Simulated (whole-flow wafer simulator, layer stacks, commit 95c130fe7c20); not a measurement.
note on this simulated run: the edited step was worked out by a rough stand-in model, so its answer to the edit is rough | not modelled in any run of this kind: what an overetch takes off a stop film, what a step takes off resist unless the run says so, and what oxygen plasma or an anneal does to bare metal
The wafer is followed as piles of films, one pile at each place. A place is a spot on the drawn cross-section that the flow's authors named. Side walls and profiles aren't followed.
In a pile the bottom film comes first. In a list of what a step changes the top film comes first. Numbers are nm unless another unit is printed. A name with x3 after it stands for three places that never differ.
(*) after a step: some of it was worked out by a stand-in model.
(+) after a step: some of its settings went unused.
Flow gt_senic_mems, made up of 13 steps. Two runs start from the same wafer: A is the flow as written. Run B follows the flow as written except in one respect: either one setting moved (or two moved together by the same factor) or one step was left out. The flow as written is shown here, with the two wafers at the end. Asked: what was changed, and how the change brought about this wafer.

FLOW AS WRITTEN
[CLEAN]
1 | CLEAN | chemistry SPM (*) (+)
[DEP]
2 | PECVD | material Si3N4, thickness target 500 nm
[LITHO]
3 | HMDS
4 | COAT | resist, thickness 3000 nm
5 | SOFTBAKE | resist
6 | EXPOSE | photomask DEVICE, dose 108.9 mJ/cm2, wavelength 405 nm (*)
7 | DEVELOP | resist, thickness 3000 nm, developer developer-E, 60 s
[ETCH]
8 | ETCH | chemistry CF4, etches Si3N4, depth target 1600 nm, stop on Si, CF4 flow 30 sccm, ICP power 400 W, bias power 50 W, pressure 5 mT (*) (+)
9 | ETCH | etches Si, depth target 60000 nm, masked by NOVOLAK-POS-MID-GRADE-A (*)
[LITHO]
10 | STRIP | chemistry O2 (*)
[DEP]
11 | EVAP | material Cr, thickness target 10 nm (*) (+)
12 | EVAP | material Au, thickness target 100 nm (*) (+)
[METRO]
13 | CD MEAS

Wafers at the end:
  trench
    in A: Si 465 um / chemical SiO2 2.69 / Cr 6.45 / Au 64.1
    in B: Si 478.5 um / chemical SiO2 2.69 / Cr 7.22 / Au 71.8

What caused this: step 9, ETCH: depth target 46500 nm was run, whereas the flow has depth target 60000 nm.

The path from the change to this, step by step:
  9 | ETCH | etches Si, depth target 60000 nm, masked by NOVOLAK-POS-MID-GRADE-A (*)
      field: A resist loses 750 | B resist loses 581.2
      trench: A Si loses 60 um | B Si loses 46.5 um
  10 | STRIP | chemistry O2 (*)
      field: A resist loses 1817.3 (all of it) | B resist loses 1986.1 (all of it)
  11 | EVAP | material Cr, thickness target 10 nm (*) (+)
      trench: A Cr gains 6.45 (new film) | B Cr gains 7.22 (new film)
  12 | EVAP | material Au, thickness target 100 nm (*) (+)
      trench: A Au gains 64.1 (new film) | B Au gains 71.8 (new film)
